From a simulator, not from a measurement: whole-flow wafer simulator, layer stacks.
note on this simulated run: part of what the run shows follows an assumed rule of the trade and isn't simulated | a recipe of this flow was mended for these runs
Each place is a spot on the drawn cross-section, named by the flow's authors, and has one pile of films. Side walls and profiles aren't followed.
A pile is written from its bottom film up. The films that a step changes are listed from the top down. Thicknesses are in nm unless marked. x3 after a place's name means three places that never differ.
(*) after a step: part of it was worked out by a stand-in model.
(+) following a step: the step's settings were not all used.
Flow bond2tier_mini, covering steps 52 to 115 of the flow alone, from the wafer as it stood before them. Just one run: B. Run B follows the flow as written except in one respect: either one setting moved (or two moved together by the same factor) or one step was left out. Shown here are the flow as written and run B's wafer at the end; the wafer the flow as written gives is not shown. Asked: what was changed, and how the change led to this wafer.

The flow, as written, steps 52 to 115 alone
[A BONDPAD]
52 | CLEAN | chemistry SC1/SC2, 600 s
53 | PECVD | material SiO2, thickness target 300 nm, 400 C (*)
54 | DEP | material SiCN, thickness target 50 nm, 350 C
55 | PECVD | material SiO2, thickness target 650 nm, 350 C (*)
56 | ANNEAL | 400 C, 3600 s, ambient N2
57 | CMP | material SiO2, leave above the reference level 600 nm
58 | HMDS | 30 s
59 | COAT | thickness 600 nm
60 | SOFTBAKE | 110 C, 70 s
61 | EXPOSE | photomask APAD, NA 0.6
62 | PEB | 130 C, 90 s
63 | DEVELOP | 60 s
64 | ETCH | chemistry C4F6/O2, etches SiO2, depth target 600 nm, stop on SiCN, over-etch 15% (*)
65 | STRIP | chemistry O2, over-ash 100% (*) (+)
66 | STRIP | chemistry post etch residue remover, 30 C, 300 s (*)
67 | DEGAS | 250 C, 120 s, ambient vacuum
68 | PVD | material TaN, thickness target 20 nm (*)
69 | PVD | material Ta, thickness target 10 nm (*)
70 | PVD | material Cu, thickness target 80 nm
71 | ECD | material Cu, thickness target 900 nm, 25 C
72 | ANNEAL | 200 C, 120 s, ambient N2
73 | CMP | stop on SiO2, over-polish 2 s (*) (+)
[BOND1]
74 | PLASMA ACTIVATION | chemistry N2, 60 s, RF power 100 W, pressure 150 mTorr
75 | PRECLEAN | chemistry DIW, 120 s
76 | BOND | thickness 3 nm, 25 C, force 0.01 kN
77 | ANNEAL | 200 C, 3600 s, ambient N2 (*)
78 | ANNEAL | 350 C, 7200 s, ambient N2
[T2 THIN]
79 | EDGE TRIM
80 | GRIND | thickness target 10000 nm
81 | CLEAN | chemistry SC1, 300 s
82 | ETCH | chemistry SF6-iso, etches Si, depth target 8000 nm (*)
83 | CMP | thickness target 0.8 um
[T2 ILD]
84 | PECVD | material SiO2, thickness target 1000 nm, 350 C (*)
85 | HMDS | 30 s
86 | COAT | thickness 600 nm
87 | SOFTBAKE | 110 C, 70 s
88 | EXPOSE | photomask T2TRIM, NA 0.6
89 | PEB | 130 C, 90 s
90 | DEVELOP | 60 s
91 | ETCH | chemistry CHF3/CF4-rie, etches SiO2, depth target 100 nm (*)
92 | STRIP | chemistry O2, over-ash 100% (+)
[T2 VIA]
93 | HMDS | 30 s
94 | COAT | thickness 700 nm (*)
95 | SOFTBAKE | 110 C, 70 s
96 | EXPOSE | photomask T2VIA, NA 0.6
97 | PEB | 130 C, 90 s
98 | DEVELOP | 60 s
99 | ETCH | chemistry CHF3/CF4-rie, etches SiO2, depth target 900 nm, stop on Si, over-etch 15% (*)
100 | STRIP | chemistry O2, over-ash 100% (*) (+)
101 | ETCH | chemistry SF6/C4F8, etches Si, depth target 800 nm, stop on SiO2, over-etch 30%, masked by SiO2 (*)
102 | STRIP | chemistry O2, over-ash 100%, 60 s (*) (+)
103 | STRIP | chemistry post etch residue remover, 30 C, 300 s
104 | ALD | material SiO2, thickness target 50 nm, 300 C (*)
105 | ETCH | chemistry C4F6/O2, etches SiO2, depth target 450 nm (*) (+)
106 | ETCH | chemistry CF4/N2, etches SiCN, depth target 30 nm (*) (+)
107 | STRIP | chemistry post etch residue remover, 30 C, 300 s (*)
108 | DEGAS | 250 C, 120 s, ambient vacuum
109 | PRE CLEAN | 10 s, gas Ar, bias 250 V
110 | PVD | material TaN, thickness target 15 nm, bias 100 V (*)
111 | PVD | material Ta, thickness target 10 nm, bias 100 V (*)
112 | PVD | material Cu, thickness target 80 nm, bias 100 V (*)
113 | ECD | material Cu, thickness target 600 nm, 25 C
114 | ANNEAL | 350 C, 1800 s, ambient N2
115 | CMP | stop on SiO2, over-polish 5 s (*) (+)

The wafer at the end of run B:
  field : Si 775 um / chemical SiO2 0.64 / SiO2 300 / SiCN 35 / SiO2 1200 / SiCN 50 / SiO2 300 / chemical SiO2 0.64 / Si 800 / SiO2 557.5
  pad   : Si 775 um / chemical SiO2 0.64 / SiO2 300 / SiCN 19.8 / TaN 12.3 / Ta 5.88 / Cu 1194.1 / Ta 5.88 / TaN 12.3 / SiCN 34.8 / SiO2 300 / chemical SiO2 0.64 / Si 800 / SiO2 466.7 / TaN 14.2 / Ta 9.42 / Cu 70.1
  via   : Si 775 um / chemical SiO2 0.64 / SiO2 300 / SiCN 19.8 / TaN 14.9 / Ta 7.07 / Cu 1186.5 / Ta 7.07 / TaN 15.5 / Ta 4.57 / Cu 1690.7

What caused this: step 54, DEP: thickness target 35 nm was run, whereas the flow has thickness target 50 nm.
The wafer lets one read it off: field has SiCN 35, and step 54 as written asks for 50 nm.

Step by step, how the change led to this:
  54 | DEP | material SiCN, thickness target 50 nm, 350 C
      field, pad, via: SiCN gains 35 (new film) (as written it would have been: SiCN gains 50 (new film))
